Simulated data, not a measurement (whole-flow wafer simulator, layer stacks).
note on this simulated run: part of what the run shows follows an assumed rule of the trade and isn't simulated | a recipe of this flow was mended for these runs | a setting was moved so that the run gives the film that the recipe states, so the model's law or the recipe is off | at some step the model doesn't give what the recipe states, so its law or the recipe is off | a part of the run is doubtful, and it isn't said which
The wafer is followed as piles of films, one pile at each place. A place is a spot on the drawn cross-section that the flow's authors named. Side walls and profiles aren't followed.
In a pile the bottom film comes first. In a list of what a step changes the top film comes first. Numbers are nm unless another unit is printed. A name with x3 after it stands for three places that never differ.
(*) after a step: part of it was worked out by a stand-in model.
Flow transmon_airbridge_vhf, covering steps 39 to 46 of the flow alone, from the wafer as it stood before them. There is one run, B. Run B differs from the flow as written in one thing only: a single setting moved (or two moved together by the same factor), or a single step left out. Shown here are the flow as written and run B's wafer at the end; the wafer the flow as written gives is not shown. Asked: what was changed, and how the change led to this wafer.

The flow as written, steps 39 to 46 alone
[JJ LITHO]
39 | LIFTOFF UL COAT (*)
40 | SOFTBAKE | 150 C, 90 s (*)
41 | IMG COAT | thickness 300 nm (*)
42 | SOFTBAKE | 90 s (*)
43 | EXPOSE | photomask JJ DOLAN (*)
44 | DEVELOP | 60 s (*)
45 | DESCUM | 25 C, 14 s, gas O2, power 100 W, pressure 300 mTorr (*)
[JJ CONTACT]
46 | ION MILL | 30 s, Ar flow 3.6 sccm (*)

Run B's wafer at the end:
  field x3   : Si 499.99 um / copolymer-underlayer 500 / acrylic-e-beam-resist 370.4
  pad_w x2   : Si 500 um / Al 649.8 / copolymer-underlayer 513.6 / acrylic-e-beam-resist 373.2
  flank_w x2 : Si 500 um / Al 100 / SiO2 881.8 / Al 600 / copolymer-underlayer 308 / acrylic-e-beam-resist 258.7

What caused this: step 41, IMG COAT: thickness 408 nm was run, whereas the flow has thickness 300 nm; step 46, ION MILL: 40.8 s was run, where the flow has 30 s.

Step by step, how the change led to this:
  41 | IMG COAT | thickness 300 nm (*)
      field x3, jj_line, ground_far x3: acrylic-e-beam-resist gains 408 (new film) (as written it would have been: acrylic-e-beam-resist gains 300 (new film))
      pad_w x2: acrylic-e-beam-resist gains 410.8 (new film) (as written it would have been: acrylic-e-beam-resist gains 300.2 (new film))
      (as well as at 8 more places)
  44 | DEVELOP | 60 s (*)
      jj_line: acrylic-e-beam-resist loses 408 (all of it), copolymer-underlayer loses 500 (all of it) (as written it would have been: acrylic-e-beam-resist loses 300 (all of it), copolymer-underlayer loses 500 (all of it))
  46 | ION MILL | 30 s, Ar flow 3.6 sccm (*)
      field x3, ground_far x3, pad_w x2, flank_w x2, gap_w x2, cpw_trace, margin_s x2, bridge_strip: acrylic-e-beam-resist loses 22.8 (as written it would have been: acrylic-e-beam-resist loses 16.8)
      jj_line: Si loses 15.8 (as written it would have been: Si loses 11.6)
